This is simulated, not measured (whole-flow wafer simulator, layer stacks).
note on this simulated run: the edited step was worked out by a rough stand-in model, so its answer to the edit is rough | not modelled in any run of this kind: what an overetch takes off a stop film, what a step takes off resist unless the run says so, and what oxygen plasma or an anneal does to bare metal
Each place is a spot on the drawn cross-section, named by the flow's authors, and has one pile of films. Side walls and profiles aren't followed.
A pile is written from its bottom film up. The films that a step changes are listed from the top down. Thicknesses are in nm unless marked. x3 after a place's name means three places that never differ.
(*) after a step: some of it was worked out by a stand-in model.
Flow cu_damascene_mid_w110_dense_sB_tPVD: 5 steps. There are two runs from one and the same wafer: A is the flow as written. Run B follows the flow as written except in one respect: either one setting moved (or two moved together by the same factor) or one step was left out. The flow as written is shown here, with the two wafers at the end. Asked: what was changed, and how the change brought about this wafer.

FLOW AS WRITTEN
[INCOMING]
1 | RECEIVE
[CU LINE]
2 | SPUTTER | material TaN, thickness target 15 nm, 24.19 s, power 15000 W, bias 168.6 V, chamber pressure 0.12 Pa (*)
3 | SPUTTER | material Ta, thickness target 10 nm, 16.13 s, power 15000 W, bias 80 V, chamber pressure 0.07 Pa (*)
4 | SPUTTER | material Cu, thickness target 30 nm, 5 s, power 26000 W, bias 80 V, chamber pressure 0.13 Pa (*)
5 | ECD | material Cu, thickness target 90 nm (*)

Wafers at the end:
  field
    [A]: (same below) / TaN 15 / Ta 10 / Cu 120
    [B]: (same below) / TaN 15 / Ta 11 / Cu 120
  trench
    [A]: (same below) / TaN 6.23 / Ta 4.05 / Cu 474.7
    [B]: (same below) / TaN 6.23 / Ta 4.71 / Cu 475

What caused this: step 3, SPUTTER: bias 51.8 V was run, though the flow has bias 80 V.

How this came from the change, step by step:
  3 | SPUTTER | material Ta, thickness target 10 nm, 16.13 s, power 15000 W, bias 80 V, chamber pressure 0.07 Pa (*)
      field: A Ta gains 10 (new film) | B Ta gains 11 (new film)
      trench: A Ta gains 4.05 (new film) | B Ta gains 4.71 (new film)
